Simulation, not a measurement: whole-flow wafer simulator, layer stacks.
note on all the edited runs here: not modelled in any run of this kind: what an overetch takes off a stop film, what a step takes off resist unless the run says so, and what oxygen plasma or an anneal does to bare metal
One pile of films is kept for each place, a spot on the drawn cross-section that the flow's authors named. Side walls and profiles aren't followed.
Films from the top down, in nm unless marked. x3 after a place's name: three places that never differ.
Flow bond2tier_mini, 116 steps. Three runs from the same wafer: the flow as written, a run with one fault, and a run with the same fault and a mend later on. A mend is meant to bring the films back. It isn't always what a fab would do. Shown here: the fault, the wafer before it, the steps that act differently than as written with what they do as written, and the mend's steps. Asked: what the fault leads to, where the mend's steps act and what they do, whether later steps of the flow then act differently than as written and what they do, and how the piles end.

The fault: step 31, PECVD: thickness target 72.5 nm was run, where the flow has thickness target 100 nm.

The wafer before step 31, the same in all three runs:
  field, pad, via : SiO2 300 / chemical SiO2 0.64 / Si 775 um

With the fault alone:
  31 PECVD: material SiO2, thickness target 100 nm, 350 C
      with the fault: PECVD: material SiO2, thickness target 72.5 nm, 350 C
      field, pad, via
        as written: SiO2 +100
        with the fault: SiO2 +72.5
  No later step of the flow acts differently than as written at any place that is followed.
  At the end the piles differ from the flow's by more than 2% or 0.5 nm, whichever is larger, at field, pad.
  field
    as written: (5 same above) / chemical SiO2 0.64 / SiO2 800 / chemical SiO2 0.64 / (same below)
    with the fault: (5 same above) / chemical SiO2 0.64 / SiO2 772.5 / chemical SiO2 0.64 / (same below)
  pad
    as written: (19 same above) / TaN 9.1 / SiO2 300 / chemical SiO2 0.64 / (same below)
    with the fault: (19 same above) / TaN 9.1 / SiO2 272.5 / chemical SiO2 0.64 / (same below)

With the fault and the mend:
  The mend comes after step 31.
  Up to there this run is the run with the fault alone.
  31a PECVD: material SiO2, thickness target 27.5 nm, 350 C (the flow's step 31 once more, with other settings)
      field, pad, via
        SiO2 +27.5
  No later step of the flow acts differently than as written at any place that is followed.
  At the end the piles are the same as the flow's at every place that both follow.
